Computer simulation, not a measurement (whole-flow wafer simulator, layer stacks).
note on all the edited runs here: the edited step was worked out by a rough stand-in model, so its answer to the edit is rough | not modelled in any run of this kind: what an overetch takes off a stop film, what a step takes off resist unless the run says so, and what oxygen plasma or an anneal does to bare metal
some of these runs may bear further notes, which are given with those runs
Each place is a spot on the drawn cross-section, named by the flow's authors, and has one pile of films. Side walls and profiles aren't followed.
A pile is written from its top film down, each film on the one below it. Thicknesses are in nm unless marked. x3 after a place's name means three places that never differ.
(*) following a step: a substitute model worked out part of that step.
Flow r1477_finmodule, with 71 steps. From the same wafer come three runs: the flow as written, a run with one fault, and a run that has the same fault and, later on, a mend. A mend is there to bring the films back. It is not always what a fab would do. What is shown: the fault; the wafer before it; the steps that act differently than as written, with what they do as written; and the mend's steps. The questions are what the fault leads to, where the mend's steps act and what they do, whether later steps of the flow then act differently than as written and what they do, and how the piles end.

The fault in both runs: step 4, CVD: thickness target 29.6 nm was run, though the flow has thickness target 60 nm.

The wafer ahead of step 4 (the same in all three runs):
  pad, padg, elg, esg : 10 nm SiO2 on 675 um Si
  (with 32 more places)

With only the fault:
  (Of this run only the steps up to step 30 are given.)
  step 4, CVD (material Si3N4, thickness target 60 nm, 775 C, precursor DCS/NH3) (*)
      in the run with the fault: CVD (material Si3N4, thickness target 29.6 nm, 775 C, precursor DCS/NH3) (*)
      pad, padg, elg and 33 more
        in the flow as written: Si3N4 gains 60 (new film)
        in the run with the fault: Si3N4 gains 29.6 (new film)
  Later steps of the flow up to step 30 that are run all act as written at every place that is followed.
  Once step 30 is done, the piles at pad, padg, elg and 33 more depart from the flow's by more than 2% or 0.5 nm, whichever is larger.
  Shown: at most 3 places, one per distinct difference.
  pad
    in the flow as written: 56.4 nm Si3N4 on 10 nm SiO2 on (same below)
    in the run with the fault: 26 nm Si3N4 on 10 nm SiO2 on (same below)
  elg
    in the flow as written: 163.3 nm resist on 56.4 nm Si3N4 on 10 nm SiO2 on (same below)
    in the run with the fault: 163.3 nm resist on 26 nm Si3N4 on 10 nm SiO2 on (same below)
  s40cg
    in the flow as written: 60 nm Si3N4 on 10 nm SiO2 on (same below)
    in the run with the fault: 29.6 nm Si3N4 on 10 nm SiO2 on (same below)

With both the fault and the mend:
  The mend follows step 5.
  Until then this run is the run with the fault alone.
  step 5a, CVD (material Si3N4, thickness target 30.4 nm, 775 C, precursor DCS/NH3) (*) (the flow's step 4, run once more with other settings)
      pad, padg, elg and 33 more
        Si3N4 gains 30.4
  Later steps of the flow that are run all act as written at every place that is followed.
  The piles end the same as the flow's at every place that both follow.
